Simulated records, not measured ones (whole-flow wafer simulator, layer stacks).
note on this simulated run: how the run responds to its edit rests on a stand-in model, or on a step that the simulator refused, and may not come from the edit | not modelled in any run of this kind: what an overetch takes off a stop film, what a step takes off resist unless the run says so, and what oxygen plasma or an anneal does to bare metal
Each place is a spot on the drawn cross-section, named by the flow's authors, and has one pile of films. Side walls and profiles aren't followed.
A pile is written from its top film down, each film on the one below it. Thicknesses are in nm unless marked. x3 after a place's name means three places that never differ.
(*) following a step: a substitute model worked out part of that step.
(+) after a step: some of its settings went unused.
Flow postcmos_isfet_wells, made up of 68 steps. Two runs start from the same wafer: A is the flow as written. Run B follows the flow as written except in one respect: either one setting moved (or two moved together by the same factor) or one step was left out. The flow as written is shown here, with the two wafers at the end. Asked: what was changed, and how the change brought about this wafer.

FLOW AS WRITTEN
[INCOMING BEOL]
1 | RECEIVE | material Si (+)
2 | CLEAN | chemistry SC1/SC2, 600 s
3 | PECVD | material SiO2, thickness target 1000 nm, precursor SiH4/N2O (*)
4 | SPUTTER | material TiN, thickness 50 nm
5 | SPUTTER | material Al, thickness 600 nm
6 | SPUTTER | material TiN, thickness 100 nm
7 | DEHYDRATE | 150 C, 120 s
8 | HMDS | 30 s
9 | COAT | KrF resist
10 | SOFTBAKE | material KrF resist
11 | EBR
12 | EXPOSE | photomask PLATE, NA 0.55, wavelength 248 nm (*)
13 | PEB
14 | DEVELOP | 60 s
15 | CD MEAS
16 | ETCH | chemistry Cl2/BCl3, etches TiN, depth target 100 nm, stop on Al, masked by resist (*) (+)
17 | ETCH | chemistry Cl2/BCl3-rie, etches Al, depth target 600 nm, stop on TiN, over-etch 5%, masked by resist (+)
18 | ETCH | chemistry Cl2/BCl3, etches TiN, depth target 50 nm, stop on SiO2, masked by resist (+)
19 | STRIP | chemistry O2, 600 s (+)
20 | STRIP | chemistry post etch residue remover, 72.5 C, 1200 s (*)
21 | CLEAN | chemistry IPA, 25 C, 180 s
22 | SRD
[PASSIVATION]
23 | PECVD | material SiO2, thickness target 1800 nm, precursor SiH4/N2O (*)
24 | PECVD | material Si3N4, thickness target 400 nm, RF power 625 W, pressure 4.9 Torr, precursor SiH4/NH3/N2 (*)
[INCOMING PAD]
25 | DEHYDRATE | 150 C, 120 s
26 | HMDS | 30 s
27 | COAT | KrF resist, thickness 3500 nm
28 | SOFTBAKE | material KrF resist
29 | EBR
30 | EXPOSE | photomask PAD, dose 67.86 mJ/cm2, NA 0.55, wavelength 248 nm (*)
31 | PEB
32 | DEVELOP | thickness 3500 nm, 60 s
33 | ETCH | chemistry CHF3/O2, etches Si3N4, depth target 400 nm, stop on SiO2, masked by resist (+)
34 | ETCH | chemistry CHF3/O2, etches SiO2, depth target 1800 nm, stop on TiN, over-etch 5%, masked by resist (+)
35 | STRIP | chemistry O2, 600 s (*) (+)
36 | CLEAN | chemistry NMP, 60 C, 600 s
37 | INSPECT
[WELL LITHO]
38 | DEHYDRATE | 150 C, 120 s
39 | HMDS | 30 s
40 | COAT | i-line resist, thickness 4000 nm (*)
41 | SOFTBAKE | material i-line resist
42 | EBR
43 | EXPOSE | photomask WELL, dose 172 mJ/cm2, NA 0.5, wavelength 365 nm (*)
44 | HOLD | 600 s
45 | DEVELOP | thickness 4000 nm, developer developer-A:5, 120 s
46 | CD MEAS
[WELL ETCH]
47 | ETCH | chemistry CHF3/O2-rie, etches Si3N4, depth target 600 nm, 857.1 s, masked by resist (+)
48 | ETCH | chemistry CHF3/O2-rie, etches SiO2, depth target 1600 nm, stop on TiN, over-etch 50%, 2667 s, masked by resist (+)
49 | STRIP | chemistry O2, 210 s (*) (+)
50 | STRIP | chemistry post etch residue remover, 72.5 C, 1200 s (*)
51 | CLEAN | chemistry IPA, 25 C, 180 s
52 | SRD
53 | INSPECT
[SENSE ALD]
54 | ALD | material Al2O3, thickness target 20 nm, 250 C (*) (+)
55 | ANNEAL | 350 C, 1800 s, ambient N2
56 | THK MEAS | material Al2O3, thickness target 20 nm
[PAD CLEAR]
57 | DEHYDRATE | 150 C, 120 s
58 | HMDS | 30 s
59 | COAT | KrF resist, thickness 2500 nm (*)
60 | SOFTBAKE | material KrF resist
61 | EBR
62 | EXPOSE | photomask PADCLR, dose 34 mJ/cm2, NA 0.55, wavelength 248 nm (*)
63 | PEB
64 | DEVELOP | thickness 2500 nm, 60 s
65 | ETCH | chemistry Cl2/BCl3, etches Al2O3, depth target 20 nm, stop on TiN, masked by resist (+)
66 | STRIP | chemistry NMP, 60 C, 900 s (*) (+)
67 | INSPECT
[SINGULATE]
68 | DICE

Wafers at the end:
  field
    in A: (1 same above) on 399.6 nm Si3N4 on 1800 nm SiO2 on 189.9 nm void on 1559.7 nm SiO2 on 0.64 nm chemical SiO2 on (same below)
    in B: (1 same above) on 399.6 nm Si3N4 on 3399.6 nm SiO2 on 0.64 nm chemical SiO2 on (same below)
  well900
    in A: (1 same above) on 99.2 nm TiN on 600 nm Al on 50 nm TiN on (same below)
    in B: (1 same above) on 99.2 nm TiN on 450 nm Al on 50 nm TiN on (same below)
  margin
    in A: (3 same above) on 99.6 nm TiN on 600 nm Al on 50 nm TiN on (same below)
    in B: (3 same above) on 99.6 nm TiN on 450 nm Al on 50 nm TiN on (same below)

The reason: step 5, SPUTTER: thickness 450 nm was run, while the flow as written has thickness 600 nm.
The wafer itself shows it: well900 has Al 450, and step 5 as written asks for 600 nm.

Step by step, how the change led to this:
  5 | SPUTTER | material Al, thickness 600 nm
      field, margin, well900, well1300 x3, pad_rim, pad_clr, pad_open: A +600 Al (new film) | B +450 Al (new film)
  17 | ETCH | chemistry Cl2/BCl3-rie, etches Al, depth target 600 nm, stop on TiN, over-etch 5%, masked by resist (+)
      margin, well900, well1300 x3, pad_rim, pad_clr, pad_open: A -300 KrF resist | B -236.2 KrF resist
      field: A -600 Al (all of it) | B -450 Al (all of it)
  19 | STRIP | chemistry O2, 600 s (+)
      margin, well900, well1300 x3, pad_rim, pad_clr, pad_open: A -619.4 KrF resist (all of it) | B -683.1 KrF resist (all of it)
  23 | PECVD | material SiO2, thickness target 1800 nm, precursor SiH4/N2O (*)
      field: A +1800 SiO2 (new film), +189.9 void (new film), +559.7 SiO2 | B +2399.6 SiO2
